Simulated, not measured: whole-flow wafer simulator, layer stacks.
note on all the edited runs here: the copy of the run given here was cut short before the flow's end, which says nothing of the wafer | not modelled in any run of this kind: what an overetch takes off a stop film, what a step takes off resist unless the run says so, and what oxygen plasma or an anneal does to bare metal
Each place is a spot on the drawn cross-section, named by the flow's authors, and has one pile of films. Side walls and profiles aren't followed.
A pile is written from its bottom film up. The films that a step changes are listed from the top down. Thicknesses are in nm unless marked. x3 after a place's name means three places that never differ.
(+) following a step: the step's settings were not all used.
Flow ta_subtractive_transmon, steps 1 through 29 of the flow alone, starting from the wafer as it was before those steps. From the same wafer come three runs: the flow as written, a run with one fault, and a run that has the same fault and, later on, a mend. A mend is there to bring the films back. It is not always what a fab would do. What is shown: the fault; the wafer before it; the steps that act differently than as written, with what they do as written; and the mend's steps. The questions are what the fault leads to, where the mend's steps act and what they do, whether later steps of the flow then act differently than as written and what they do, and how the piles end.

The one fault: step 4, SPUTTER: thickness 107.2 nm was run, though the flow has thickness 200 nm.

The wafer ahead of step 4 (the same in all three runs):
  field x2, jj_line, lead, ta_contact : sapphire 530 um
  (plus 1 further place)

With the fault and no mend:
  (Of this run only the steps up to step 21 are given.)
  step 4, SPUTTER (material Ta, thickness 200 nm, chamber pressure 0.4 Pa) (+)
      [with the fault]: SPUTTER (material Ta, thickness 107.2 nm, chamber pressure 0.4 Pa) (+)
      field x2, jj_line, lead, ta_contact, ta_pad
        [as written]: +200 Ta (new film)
        [with the fault]: +107.2 Ta (new film)
  Later steps of the flow acting differently than as written:
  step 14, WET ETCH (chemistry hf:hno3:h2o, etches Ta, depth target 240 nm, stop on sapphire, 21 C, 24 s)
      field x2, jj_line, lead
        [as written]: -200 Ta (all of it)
        [with the fault]: -107.2 Ta (all of it)
  After step 21, at ta_contact, ta_pad, the piles differ from the flow's by more than 2% or 0.5 nm, whichever is larger.
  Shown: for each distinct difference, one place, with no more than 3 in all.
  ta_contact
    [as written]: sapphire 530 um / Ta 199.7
    [with the fault]: sapphire 530 um / Ta 106.9

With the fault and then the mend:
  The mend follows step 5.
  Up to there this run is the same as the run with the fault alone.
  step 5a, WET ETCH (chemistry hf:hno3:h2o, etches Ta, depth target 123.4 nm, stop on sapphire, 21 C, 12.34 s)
      field x2, jj_line, lead, ta_contact, ta_pad
        -107.2 Ta (all of it)
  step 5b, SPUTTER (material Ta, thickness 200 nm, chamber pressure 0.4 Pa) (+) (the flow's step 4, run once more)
      field x2, jj_line, lead, ta_contact, ta_pad
        +200 Ta (new film)
  Every later step of the flow that is run acts as written at every place that is followed.
  The piles end the same as the flow's at every place that both follow.
